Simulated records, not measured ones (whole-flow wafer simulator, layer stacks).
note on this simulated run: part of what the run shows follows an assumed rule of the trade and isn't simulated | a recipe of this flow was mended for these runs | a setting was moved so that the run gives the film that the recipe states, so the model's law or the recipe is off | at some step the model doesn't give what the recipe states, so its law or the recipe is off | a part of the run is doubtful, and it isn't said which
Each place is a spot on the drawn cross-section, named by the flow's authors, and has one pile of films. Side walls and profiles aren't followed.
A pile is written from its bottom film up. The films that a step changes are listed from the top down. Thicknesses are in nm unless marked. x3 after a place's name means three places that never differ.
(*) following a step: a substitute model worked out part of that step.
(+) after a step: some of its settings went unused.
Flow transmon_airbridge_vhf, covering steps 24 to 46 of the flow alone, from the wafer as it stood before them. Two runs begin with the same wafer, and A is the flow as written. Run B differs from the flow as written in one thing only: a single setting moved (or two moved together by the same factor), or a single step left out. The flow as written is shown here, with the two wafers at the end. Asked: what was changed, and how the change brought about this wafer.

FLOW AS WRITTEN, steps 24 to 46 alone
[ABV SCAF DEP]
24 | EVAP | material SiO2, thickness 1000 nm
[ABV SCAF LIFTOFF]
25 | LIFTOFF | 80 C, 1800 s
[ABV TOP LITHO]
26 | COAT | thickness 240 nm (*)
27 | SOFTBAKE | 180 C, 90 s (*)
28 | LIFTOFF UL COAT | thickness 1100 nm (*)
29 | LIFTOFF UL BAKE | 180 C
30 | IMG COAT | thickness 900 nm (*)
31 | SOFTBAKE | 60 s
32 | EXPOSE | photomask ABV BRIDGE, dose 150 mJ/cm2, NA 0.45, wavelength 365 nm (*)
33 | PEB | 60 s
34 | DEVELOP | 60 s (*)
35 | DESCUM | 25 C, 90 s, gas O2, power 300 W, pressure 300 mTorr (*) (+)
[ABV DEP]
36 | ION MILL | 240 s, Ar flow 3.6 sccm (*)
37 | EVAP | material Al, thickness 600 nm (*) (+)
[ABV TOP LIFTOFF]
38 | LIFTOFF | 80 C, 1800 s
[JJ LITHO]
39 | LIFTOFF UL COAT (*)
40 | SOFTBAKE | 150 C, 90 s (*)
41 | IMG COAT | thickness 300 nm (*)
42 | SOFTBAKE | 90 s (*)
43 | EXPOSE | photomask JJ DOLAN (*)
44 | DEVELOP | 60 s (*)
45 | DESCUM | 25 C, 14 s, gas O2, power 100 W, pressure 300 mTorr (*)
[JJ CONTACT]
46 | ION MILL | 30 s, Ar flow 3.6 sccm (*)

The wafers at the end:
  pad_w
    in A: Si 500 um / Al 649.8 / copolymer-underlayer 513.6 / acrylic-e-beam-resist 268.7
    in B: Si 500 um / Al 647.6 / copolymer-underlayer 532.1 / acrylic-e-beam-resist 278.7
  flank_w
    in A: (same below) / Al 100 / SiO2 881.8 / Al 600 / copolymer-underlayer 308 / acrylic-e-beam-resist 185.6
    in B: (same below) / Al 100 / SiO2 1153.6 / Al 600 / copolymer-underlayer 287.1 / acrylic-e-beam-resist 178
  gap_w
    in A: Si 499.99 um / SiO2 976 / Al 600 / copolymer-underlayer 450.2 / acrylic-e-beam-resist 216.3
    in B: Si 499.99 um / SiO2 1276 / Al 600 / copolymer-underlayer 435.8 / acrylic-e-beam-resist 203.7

What caused this: step 24, EVAP: thickness 1300 nm was run, whereas the flow has thickness 1000 nm.

How this came from the change, step by step:
  24 | EVAP | material SiO2, thickness 1000 nm
      field x3, jj_line, ground_far and 10 more: A SiO2 gains 1000 (new film) | B SiO2 gains 1300 (new film)
      flank_w, flank_e: A SiO2 gains 905.8 (new film) | B SiO2 gains 1177.6 (new film)
  25 | LIFTOFF | 80 C, 1800 s
      field x3, jj_line, trace_open_s x2: A SiO2 loses 1000 (all of it), i-line-resist loses 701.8 (all of it), lift-off-underlayer loses 1100 (all of it), acrylic-e-beam-resist loses 240 (all of it) | B SiO2 loses 1300 (all of it), i-line-resist loses 701.8 (all of it), lift-off-underlayer loses 1100 (all of it), acrylic-e-beam-resist loses 240 (all of it)
      pad_w, pad_e: A SiO2 loses 1000 (all of it), i-line-resist loses 696.3 (all of it), lift-off-underlayer loses 1089.9 (all of it), acrylic-e-beam-resist loses 239.3 (all of it) | B SiO2 loses 1300 (all of it), i-line-resist loses 696.3 (all of it), lift-off-underlayer loses 1089.9 (all of it), acrylic-e-beam-resist loses 239.3 (all of it)
      (also at 1 further place)
  26 | COAT | thickness 240 nm (*)
      flank_w, flank_e: A acrylic-e-beam-resist gains 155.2 (new film) | B acrylic-e-beam-resist gains 145.9 (new film)
      gap_w, gap_e: A acrylic-e-beam-resist gains 211.2 (new film) | B acrylic-e-beam-resist gains 198 (new film)
      (also at 6 further places)
  28 | LIFTOFF UL COAT | thickness 1100 nm (*)
      gap_w, gap_e: A lift-off-underlayer gains 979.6 (new film) | B lift-off-underlayer gains 938.9 (new film)
      margin_s, margin_n: A lift-off-underlayer gains 823.4 (new film) | B lift-off-underlayer gains 757.1 (new film)
      (also at 6 further places)
  30 | IMG COAT | thickness 900 nm (*)
      gap_w, gap_e: A i-line-resist gains 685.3 (new film) | B i-line-resist gains 618.6 (new film)
      margin_s, margin_n: A i-line-resist gains 603.2 (new film) | B i-line-resist gains 508.4 (new film)
      (also at 7 further places)
  33 | PEB | 60 s
      flank_w, flank_e: A i-line-resist loses 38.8 | B i-line-resist loses 35.8
      gap_w, gap_e: A i-line-resist loses 35 | B i-line-resist loses 31.5
      (also at 7 further places)
  34 | DEVELOP | 60 s (*)
      gap_w, gap_e: A i-line-resist loses 650.2 (all of it), lift-off-underlayer loses 979.6 (all of it) | B i-line-resist loses 587.1 (all of it), lift-off-underlayer loses 938.9 (all of it)
      pad_w: A i-line-resist loses 937.3 (all of it), lift-off-underlayer loses 1246.2 (all of it) | B i-line-resist loses 962.1 (all of it), lift-off-underlayer loses 1292.8 (all of it)
      (also at 5 further places)
  35 | DESCUM | 25 C, 90 s, gas O2, power 300 W, pressure 300 mTorr (*) (+)
      field x3, jj_line, ground_far, trace_open_s x2, margin_s, margin_n: A i-line-resist loses 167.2 | B i-line-resist loses 174
      flank_w, flank_e: A acrylic-e-beam-resist loses 155.2 (all of it) | B acrylic-e-beam-resist loses 145.9 (all of it)
      (also at 6 further places)
  38 | LIFTOFF | 80 C, 1800 s
      margin_s, margin_n: A Al loses 600 (all of it), i-line-resist loses 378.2 (all of it), lift-off-underlayer loses 823.4 (all of it), acrylic-e-beam-resist loses 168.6 (all of it) | B Al loses 600 (all of it), i-line-resist loses 281.6 (all of it), lift-off-underlayer loses 757.1 (all of it), acrylic-e-beam-resist loses 151.9 (all of it)
      ground_far: A Al loses 600 (all of it), i-line-resist loses 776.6 (all of it), lift-off-underlayer loses 1134.8 (all of it), acrylic-e-beam-resist loses 250.1 (all of it) | B Al loses 600 (all of it), i-line-resist loses 806.5 (all of it), lift-off-underlayer loses 1141.3 (all of it), acrylic-e-beam-resist loses 251.9 (all of it)
  39 | LIFTOFF UL COAT (*)
      pad_w, pad_e: A copolymer-underlayer gains 513.6 (new film) | B copolymer-underlayer gains 532.1 (new film)
      flank_w, flank_e: A copolymer-underlayer gains 308 (new film) | B copolymer-underlayer gains 287.1 (new film)
      (also at 6 further places)
  41 | IMG COAT | thickness 300 nm (*)
      pad_w, pad_e: A acrylic-e-beam-resist gains 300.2 (new film) | B acrylic-e-beam-resist gains 310.2 (new film)
      flank_w, flank_e: A acrylic-e-beam-resist gains 217.1 (new film) | B acrylic-e-beam-resist gains 209.6 (new film)
      (also at 6 further places)
